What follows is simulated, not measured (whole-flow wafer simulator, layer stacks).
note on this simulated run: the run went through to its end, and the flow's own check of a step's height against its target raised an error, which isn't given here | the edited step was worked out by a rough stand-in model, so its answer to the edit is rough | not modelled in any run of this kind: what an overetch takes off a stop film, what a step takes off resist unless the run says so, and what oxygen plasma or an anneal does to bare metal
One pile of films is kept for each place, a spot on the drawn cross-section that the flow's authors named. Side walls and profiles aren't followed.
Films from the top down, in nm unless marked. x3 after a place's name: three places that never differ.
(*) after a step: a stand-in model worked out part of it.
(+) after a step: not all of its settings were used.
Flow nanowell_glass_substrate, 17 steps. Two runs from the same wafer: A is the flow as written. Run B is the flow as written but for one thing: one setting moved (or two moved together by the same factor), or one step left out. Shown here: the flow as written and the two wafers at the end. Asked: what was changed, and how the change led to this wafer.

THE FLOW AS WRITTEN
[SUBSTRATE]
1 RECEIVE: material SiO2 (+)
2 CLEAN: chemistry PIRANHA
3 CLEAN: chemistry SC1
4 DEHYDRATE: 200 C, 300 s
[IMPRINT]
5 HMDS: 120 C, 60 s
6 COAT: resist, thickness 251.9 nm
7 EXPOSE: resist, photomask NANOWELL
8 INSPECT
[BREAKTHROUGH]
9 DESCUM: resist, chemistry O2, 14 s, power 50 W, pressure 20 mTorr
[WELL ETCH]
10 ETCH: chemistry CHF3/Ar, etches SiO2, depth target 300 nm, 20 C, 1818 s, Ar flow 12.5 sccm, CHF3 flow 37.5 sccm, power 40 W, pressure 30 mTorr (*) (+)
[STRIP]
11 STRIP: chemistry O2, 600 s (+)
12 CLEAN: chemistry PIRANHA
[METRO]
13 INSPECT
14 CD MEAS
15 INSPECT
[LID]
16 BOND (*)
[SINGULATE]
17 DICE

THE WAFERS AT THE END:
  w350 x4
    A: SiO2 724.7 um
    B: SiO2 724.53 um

The cause: step 10, ETCH: depth target 465 nm was run, where the flow has depth target 300 nm.

How the change led to this, step by step:
  10 ETCH: chemistry CHF3/Ar, etches SiO2, depth target 300 nm, 20 C, 1818 s, Ar flow 12.5 sccm, CHF3 flow 37.5 sccm, power 40 W, pressure 30 mTorr (*) (+)
      w350 x4: A SiO2 -300 | B SiO2 -465
      land: A resist -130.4 | B resist -202.2
  11 STRIP: chemistry O2, 600 s (+)
      land: A resist -125.9 (all of it) | B resist -54.2 (all of it)
